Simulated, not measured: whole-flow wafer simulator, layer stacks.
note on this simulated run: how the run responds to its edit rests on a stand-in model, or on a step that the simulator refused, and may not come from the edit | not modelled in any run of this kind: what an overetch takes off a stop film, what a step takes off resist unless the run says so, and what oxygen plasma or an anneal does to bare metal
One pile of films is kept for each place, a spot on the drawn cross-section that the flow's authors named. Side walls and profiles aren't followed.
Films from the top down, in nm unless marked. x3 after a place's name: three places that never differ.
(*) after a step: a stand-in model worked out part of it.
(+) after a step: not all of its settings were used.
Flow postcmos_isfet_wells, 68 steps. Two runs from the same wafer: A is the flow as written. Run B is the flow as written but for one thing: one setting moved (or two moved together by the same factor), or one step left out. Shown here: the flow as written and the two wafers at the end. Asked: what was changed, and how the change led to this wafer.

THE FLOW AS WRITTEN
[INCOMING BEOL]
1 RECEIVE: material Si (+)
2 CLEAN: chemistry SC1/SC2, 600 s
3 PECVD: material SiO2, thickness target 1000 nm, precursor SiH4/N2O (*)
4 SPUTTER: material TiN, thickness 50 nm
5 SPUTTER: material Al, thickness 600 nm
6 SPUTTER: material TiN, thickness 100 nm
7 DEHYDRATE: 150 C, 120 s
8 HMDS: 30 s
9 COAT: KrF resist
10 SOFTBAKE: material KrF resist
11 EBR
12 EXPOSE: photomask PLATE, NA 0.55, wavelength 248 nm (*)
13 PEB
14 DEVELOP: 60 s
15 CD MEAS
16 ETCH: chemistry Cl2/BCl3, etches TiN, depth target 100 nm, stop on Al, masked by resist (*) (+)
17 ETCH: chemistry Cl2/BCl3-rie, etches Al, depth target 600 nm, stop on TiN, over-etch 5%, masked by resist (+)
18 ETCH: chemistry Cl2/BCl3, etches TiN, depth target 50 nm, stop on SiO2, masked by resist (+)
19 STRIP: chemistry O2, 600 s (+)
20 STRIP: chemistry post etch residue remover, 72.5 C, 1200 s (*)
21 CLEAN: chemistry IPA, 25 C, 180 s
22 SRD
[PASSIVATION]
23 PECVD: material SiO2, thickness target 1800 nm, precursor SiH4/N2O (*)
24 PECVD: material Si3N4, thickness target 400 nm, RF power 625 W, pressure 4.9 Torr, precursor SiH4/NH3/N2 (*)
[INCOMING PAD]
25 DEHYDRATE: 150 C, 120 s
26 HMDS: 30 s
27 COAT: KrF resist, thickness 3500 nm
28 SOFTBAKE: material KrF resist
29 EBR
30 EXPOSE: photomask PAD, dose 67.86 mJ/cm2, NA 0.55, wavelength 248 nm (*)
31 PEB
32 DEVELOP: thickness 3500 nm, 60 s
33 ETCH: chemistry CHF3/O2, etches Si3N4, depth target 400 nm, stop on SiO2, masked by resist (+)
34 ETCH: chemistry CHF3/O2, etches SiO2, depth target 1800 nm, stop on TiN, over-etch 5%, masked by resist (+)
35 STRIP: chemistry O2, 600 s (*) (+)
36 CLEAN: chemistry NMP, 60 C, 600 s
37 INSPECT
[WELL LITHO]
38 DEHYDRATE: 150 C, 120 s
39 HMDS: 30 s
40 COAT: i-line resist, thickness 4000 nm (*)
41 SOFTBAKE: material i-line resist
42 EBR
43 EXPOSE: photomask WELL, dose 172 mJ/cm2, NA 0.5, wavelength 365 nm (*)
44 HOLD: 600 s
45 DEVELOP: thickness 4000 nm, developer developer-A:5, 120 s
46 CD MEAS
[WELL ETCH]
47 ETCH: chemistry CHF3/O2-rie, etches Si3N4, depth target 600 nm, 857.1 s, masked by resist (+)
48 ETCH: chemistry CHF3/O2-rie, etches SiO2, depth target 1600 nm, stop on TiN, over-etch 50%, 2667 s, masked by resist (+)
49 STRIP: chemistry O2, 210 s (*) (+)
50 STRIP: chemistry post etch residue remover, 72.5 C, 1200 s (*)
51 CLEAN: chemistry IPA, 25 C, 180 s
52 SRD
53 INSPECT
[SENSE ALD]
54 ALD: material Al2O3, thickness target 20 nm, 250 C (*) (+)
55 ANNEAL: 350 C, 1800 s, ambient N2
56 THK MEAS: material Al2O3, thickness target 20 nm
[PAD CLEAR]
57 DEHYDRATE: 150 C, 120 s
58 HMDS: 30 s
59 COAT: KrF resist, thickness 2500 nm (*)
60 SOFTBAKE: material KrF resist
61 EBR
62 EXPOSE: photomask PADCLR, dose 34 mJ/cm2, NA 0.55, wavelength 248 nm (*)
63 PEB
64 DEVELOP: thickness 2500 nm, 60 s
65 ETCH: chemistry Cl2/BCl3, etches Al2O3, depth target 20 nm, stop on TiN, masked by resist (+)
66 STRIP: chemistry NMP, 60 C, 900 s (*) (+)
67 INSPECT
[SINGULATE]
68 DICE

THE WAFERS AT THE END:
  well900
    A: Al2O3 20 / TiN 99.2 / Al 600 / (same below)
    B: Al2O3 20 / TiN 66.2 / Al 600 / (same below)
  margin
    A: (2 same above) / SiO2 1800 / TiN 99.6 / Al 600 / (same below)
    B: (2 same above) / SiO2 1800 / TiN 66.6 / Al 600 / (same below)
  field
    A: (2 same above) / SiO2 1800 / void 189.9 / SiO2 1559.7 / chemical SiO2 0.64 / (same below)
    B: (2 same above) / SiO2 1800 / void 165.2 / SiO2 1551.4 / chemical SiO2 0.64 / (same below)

The cause: step 6, SPUTTER: thickness 67 nm was run, where the flow has thickness 100 nm.

How the change led to this, step by step:
  6 SPUTTER: material TiN, thickness 100 nm
      field, margin, well900, well1300 x3, pad_rim, pad_clr, pad_open: A TiN +100 (new film) | B TiN +67 (new film)
  16 ETCH: chemistry Cl2/BCl3, etches TiN, depth target 100 nm, stop on Al, masked by resist (*) (+)
      field: A TiN -100 (all of it) | B TiN -67 (all of it)
  23 PECVD: material SiO2, thickness target 1800 nm, precursor SiH4/N2O (*)
      field: A SiO2 +1800 (new film), void +189.9 (new film), SiO2 +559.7 | B SiO2 +1800 (new film), void +165.2 (new film), SiO2 +551.4
